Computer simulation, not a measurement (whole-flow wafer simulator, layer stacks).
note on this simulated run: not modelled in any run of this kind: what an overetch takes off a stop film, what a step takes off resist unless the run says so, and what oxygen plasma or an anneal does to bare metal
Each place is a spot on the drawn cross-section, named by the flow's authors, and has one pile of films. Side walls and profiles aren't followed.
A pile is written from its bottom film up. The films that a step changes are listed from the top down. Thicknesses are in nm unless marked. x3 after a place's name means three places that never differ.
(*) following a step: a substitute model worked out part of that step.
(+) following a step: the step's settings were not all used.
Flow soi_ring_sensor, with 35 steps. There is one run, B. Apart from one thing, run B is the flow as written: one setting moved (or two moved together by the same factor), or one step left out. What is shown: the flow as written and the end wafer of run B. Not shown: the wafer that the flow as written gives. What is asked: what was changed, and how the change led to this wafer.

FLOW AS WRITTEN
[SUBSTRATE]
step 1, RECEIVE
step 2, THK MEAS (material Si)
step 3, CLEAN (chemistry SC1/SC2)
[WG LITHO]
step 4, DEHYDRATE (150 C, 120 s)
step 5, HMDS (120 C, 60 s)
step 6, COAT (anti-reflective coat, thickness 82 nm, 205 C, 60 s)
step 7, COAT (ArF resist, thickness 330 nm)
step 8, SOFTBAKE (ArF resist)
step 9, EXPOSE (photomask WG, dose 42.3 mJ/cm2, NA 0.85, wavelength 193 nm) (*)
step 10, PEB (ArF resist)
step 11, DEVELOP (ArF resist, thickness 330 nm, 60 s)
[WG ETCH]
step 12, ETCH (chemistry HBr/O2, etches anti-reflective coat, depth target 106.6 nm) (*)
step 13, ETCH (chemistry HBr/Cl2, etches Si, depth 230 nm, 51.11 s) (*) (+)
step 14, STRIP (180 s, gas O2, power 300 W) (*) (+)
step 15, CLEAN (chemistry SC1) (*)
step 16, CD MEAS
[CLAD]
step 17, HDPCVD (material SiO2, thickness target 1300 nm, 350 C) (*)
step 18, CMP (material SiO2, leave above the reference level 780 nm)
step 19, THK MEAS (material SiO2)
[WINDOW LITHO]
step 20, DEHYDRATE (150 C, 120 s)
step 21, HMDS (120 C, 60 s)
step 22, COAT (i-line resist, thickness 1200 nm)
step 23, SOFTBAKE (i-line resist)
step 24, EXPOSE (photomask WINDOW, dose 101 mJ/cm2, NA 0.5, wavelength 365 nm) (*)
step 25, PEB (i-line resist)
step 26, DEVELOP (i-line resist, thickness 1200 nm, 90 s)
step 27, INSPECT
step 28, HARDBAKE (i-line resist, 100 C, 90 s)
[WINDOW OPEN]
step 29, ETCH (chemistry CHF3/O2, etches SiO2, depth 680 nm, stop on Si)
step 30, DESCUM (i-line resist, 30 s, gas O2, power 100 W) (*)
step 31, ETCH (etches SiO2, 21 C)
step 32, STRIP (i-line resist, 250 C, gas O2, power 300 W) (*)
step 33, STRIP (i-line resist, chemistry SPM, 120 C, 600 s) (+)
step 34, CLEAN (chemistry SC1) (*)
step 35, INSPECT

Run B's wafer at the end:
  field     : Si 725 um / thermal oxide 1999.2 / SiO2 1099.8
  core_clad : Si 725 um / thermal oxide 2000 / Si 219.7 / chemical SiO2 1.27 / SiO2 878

What caused this: step 18, CMP: leave above the reference level 878 nm was run, though the flow has leave above the reference level 780 nm.
The wafer itself shows it: core_clad has SiO2 878, and step 18 as written asks for 780 nm.

How this came from the change, step by step:
  step 18, CMP (material SiO2, leave above the reference level 780 nm)
      gap, window, field, gap_clad: -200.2 SiO2 (in the flow as written it would be: -298.2 SiO2)
      core, core_clad: -422 SiO2 (in the flow as written it would be: -520 SiO2)
  step 31, ETCH (etches SiO2, 21 C)
      core: -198 SiO2 (all of it), -1.27 chemical SiO2 (all of it) (in the flow as written it would be: -100 SiO2 (all of it), -1.27 chemical SiO2 (all of it))
